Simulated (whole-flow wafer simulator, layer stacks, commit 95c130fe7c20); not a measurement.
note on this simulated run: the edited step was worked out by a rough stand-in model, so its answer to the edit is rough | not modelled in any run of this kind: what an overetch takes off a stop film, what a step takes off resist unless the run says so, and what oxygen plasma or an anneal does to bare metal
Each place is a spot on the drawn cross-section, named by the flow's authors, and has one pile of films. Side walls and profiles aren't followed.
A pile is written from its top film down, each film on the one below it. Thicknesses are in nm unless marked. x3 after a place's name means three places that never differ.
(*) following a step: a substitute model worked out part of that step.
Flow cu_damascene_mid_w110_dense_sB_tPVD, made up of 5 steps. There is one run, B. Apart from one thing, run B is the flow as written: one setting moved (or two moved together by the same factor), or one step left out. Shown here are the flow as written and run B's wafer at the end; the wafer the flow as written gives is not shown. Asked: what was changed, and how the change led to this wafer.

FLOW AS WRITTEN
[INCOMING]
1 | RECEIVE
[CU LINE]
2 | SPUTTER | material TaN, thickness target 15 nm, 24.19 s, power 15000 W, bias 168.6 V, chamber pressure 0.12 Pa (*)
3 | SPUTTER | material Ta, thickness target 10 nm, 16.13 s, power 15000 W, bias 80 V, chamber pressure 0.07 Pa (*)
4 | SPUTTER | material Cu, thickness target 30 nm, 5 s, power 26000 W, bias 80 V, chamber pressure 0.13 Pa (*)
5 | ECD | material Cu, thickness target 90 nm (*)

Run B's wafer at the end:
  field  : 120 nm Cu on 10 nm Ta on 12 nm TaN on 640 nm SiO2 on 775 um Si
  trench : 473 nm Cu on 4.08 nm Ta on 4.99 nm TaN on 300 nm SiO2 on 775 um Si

Cause: step 2, SPUTTER: power 12030 W was run, while the flow as written has power 15000 W.

The path from the change to this, step by step:
  2 | SPUTTER | material TaN, thickness target 15 nm, 24.19 s, power 15000 W, bias 168.6 V, chamber pressure 0.12 Pa (*)
      field: +12 TaN (new film) (it would be, as written: +15 TaN (new film))
      trench: +4.99 TaN (new film) (it would be, as written: +6.23 TaN (new film))
